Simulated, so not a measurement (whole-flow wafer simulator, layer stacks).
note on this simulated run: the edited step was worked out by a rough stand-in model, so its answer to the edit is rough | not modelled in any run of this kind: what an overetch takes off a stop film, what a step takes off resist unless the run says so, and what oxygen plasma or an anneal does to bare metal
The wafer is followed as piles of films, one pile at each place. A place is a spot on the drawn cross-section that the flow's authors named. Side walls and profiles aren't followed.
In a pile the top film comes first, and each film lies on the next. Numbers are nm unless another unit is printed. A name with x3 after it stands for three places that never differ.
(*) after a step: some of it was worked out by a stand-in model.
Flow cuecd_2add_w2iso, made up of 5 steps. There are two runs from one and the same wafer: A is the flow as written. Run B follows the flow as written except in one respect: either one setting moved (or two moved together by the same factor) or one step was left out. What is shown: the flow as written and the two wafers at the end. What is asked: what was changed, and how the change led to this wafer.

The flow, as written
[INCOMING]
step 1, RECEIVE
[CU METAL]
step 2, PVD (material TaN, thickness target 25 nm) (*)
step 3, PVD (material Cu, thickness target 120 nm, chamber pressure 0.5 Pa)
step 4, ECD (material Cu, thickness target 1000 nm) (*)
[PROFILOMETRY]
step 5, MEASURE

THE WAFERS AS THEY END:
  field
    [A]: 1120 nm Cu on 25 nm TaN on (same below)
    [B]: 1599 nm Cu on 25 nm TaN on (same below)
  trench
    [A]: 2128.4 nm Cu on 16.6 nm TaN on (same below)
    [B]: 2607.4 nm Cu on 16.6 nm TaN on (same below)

The reason: step 4, ECD: thickness target 1479 nm was run, though the flow has thickness target 1000 nm.

The path from the change to this, step by step:
  step 4, ECD (material Cu, thickness target 1000 nm) (*)
      field: A Cu gains 1000 | B Cu gains 1479
      trench: A Cu gains 2047.6 | B Cu gains 2526.6
